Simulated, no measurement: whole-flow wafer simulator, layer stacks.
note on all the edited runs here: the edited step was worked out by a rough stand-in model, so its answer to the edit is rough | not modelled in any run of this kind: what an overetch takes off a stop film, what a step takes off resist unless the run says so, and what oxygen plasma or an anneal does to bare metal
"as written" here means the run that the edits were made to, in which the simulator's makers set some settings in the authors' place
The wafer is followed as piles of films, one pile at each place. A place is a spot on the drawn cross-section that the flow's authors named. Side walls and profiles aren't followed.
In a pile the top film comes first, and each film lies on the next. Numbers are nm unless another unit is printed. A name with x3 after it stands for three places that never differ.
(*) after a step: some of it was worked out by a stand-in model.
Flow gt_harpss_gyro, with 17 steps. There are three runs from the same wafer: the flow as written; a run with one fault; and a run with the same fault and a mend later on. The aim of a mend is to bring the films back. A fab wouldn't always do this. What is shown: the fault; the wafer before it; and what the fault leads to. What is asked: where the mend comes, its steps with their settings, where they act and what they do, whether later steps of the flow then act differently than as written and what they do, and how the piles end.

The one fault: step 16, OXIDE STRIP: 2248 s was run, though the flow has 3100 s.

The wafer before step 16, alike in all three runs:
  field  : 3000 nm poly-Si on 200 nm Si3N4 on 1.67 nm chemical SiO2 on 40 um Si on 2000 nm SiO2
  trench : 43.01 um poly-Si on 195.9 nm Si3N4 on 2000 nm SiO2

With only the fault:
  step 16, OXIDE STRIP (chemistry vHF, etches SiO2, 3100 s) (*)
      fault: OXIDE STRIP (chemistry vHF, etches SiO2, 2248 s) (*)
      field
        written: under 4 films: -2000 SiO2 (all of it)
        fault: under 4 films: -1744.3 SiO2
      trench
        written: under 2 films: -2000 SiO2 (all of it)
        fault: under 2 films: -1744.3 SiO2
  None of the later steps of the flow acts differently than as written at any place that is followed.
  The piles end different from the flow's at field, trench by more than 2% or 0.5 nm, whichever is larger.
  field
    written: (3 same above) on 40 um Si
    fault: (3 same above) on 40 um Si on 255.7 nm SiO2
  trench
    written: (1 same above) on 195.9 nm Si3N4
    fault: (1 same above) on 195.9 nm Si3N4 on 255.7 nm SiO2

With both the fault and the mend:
  After step 17 comes the mend.
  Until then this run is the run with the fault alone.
  step 17a, OXIDE STRIP (chemistry vHF, etches SiO2, 852 s) (*) (the flow's step 16, run once more with other settings)
      field
        under 4 films: -255.7 SiO2 (all of it)
      trench
        under 2 films: -255.7 SiO2 (all of it)
  None of the later steps of the flow acts differently than as written at any place that is followed.
  At every place that both follow, the piles at the end match the flow's.
